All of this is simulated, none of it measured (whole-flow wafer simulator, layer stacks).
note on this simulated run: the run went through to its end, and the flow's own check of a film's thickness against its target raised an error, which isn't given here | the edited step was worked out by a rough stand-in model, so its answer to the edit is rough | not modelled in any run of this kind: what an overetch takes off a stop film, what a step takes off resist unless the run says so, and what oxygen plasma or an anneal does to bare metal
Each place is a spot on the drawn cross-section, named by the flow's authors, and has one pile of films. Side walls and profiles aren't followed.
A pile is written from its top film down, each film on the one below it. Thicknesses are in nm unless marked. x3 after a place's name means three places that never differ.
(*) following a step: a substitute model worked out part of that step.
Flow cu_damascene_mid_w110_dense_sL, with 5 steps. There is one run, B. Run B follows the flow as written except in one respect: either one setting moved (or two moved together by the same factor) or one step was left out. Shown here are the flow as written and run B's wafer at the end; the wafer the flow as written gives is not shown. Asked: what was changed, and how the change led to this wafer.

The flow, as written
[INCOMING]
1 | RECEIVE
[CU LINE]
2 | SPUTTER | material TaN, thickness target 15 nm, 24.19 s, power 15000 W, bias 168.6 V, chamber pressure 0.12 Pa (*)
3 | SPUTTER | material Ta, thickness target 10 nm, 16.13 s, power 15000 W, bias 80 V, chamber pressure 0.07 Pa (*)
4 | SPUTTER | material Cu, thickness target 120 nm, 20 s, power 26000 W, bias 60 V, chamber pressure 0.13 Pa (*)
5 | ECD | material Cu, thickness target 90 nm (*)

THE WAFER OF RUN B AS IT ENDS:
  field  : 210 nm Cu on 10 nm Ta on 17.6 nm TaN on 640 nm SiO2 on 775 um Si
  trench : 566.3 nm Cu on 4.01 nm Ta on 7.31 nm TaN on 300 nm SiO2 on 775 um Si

What caused this: step 2, SPUTTER: thickness target 17.6 nm was run, whereas the flow has thickness target 15 nm; step 2, SPUTTER: 28.42 s was run, where the flow has 24.19 s.
The wafer lets one read it off: field has TaN 17.6, and step 2 as written asks for 15 nm.

Step by step, how the change led to this:
  2 | SPUTTER | material TaN, thickness target 15 nm, 24.19 s, power 15000 W, bias 168.6 V, chamber pressure 0.12 Pa (*)
      field: +17.6 TaN (new film) (in the flow as written it would be: +15 TaN (new film))
      trench: +7.31 TaN (new film) (in the flow as written it would be: +6.23 TaN (new film))
